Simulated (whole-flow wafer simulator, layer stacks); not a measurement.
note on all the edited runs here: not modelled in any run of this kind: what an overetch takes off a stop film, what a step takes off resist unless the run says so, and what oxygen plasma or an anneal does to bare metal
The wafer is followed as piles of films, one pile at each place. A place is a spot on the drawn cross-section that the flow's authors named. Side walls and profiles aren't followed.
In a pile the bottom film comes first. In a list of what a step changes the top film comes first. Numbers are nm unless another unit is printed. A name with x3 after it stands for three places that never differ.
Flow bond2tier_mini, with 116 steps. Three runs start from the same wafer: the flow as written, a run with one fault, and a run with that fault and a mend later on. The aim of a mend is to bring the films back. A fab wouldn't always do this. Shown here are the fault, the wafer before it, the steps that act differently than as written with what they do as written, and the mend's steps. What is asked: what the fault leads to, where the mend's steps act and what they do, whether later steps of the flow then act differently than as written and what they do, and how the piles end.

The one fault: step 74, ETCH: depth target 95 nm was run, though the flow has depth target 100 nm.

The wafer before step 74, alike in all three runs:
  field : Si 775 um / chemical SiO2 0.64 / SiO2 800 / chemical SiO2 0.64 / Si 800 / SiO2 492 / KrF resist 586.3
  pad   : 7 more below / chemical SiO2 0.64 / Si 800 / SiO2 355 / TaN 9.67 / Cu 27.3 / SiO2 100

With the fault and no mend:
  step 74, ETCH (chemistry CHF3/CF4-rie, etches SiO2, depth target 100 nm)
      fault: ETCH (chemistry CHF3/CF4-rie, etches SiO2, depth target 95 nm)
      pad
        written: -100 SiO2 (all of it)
        fault: -95 SiO2
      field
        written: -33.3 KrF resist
        fault: -31.7 KrF resist
  Every later step of the flow that is run acts as written, at every place that is followed, to within 2% or 0.5 nm, whichever is larger.
  By the end, the piles at pad depart from the flow's by more than 2% or 0.5 nm, whichever is larger.
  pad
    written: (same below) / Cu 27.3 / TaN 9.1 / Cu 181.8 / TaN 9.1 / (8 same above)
    fault: (same below) / Cu 27.3 / SiO2 5 / TaN 9.15 / Cu 176.7 / TaN 9.1 / (8 same above)

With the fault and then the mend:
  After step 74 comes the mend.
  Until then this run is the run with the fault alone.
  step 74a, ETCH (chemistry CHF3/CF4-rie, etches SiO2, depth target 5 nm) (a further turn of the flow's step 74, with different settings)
      field
        -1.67 KrF resist
      pad
        -5 SiO2 (all of it)
  Every later step of the flow that is run acts as written at every place that is followed.
  By the end, the piles equal the flow's at every place that both follow.
